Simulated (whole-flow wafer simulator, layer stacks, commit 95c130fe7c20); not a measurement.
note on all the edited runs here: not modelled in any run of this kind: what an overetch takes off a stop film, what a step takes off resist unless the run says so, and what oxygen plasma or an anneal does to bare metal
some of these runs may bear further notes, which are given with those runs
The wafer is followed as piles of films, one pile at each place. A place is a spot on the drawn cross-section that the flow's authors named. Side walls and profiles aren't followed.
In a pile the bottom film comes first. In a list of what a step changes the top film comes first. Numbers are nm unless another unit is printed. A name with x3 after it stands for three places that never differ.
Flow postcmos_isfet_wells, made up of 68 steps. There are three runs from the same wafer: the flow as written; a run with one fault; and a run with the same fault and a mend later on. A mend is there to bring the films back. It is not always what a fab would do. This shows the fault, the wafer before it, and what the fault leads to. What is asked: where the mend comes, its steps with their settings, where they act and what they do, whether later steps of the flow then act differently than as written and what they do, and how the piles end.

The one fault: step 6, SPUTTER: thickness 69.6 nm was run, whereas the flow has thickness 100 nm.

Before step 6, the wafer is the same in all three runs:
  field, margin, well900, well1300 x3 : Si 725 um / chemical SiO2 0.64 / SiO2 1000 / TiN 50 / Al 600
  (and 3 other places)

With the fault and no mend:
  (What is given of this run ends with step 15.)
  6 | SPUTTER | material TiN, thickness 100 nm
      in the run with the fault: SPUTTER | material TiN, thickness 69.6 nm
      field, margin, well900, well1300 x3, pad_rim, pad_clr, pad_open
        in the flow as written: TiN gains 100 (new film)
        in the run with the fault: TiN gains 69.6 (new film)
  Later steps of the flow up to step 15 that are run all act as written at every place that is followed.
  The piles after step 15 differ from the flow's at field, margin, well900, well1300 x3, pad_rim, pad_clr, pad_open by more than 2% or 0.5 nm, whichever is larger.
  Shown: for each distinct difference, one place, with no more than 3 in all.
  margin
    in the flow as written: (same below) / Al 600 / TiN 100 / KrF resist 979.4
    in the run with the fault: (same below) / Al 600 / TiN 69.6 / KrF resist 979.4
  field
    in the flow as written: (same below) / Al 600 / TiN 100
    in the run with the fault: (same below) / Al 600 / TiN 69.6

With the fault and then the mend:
  The mend stands after step 6.
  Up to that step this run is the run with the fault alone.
  6a | ETCH | chemistry peroxide tin strip, depth target 80.04 nm
      field, margin, well900, well1300 x3, pad_rim, pad_clr, pad_open
        TiN loses 69.6 (all of it)
  6b | SPUTTER | material TiN, thickness 100 nm (a further turn of the flow's step 6)
      field, margin, well900, well1300 x3, pad_rim, pad_clr, pad_open
        TiN gains 100 (new film)
  Later steps of the flow that are run all act as written at every place that is followed.
  By the end, the piles equal the flow's at every place that both follow.
